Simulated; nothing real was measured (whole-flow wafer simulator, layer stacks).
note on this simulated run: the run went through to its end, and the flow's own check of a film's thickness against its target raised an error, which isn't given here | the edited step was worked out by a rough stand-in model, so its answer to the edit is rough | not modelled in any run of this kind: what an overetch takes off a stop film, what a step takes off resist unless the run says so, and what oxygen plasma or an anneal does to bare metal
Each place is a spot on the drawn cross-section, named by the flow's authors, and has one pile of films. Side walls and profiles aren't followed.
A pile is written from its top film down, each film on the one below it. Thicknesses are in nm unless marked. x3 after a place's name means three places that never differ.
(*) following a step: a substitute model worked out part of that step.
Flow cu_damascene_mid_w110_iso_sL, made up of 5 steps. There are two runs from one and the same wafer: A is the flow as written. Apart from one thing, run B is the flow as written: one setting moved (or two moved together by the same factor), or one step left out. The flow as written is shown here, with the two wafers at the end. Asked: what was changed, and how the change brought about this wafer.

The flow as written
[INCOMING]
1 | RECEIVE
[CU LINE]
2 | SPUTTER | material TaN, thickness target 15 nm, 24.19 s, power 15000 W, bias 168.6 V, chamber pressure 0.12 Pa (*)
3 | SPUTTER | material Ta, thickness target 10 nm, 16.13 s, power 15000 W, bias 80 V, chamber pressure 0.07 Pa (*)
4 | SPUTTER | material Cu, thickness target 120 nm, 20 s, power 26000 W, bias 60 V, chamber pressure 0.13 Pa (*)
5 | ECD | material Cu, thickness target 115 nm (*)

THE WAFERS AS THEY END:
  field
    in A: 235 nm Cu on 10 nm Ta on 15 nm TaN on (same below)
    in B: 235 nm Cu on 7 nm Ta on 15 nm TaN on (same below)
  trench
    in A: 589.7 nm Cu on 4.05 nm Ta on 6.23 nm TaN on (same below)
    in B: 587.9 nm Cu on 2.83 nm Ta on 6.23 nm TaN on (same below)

The reason: step 3, SPUTTER: 11.29 s was run, whereas the flow has 16.13 s.

How this came from the change, step by step:
  3 | SPUTTER | material Ta, thickness target 10 nm, 16.13 s, power 15000 W, bias 80 V, chamber pressure 0.07 Pa (*)
      field: A +10 Ta (new film) | B +7 Ta (new film)
      trench: A +4.05 Ta (new film) | B +2.83 Ta (new film)
